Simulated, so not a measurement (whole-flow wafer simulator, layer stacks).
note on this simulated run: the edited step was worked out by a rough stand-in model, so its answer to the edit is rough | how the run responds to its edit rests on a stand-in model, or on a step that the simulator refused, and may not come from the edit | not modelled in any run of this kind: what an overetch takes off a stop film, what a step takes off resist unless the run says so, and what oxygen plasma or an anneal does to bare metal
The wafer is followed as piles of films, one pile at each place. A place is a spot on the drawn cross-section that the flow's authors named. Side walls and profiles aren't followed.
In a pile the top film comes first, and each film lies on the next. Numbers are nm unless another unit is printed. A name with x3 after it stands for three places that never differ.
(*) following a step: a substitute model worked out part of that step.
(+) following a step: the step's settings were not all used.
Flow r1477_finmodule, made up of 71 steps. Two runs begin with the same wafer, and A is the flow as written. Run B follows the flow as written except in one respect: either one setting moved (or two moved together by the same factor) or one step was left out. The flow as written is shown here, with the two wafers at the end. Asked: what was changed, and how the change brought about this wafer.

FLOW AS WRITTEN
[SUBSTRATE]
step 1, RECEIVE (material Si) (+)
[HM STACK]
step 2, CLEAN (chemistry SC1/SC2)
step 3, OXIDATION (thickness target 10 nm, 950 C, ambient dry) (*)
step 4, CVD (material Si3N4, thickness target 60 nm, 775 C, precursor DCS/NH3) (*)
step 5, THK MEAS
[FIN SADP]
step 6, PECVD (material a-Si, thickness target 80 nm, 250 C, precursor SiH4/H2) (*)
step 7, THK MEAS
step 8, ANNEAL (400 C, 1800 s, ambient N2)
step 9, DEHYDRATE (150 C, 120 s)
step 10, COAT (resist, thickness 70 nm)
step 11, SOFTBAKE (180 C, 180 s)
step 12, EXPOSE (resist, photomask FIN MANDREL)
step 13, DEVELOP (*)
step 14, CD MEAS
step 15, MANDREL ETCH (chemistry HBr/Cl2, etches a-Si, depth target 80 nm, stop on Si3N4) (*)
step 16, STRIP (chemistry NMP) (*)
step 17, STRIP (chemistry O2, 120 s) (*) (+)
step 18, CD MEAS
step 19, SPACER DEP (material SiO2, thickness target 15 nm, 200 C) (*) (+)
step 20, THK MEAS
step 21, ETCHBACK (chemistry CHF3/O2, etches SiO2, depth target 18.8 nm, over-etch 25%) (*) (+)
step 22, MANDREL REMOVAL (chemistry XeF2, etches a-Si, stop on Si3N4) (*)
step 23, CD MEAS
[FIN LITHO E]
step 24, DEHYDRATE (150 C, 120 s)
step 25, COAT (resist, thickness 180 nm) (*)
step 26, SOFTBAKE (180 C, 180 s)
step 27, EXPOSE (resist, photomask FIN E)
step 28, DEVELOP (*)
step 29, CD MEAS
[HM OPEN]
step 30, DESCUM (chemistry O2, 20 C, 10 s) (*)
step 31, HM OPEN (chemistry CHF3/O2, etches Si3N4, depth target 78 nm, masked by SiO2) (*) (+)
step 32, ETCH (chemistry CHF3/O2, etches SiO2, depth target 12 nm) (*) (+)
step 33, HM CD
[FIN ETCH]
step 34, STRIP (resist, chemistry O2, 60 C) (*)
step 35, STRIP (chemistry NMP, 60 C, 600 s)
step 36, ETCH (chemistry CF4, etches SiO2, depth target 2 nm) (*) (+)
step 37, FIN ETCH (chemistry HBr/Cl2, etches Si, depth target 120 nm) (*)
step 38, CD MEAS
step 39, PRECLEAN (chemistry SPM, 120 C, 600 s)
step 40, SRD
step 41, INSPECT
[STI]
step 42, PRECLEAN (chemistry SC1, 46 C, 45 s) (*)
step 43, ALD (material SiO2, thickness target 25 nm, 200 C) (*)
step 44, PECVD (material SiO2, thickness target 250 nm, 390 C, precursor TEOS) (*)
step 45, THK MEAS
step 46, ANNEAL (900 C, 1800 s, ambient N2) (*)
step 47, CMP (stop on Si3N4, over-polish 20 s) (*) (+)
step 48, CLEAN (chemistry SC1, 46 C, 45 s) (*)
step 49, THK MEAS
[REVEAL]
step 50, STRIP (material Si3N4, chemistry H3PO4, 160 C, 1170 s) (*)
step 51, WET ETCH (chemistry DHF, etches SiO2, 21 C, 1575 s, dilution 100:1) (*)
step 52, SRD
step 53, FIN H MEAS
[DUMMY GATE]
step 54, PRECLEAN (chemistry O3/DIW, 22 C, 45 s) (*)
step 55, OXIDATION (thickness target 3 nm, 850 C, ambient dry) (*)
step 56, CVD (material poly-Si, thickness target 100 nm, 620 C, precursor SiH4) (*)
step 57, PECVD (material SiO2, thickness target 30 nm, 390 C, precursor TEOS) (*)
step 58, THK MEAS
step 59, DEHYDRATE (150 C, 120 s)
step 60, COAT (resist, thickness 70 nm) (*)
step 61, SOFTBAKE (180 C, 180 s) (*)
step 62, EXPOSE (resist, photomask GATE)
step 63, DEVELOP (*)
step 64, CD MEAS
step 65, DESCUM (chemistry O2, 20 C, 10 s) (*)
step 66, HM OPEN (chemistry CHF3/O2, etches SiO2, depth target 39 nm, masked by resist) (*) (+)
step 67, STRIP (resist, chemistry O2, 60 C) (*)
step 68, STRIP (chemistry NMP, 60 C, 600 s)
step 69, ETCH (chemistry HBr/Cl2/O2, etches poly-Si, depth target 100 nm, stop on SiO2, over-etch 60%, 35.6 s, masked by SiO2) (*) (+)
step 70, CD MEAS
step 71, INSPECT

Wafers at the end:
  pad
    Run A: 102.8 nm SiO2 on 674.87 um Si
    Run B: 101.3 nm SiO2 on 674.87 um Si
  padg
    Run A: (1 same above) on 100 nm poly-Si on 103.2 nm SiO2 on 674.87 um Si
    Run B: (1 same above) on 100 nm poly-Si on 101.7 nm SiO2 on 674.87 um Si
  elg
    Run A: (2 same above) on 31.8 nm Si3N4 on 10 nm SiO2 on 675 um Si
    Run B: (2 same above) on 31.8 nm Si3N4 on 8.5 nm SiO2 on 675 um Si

Cause: step 3, OXIDATION: thickness target 8.5 nm was run, though the flow has thickness target 10 nm.
One can read it off the wafer: elg has SiO2 8.5, and step 3 as written asks for 10 nm.

How this came from the change, step by step:
  step 3, OXIDATION (thickness target 10 nm, 950 C, ambient dry) (*)
      pad, padg, elg and 33 more: A SiO2 gains 10 (new film), chemical SiO2 loses 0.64 (all of it), Si loses 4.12 | B SiO2 gains 8.5 (new film), chemical SiO2 loses 0.64 (all of it), Si loses 3.46
  step 31, HM OPEN (chemistry CHF3/O2, etches Si3N4, depth target 78 nm, masked by SiO2) (*) (+)
      s40cg, s45cg, s50cg, s40co, s45co, s50co: A Si3N4 loses 60 (all of it), SiO2 loses 9 | B Si3N4 loses 60 (all of it), SiO2 loses 8.5 (all of it)
      pad, padg, esg and 13 more: A Si3N4 loses 56.4 (all of it), SiO2 loses 10 (all of it) | B Si3N4 loses 56.4 (all of it), SiO2 loses 8.5 (all of it)
  step 32, ETCH (chemistry CHF3/O2, etches SiO2, depth target 12 nm) (*) (+)
      s40cg, s40co: A SiO2 loses 1 (all of it), Si loses 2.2 | B Si loses 2.08
      s45cg, s45co: A SiO2 loses 1 (all of it), Si loses 2.2 | B Si loses 2.12
      (also at 2 further places)
  step 47, CMP (stop on Si3N4, over-polish 20 s) (*) (+)
      pad, padg, e40sg and 11 more: A SiO2 loses 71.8 | B SiO2 loses 73.3
      eso: A SiO2 loses 72.4 | B SiO2 loses 73.9
  step 51, WET ETCH (chemistry DHF, etches SiO2, 21 C, 1575 s, dilution 100:1) (*)
      s40sg_line, s45sg_line, s50sg_line, s40so_line, s45so_line, s50so_line: A SiO2 loses 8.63 (all of it) | B SiO2 loses 7.13 (all of it)
  step 67, STRIP (resist, chemistry O2, 60 C) (*)
      s40sg: A resist loses 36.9 (all of it) | B resist loses 38.4 (all of it)
      s45sg: A resist loses 36.9 (all of it) | B resist loses 38.3 (all of it)
      (also at 1 further place)
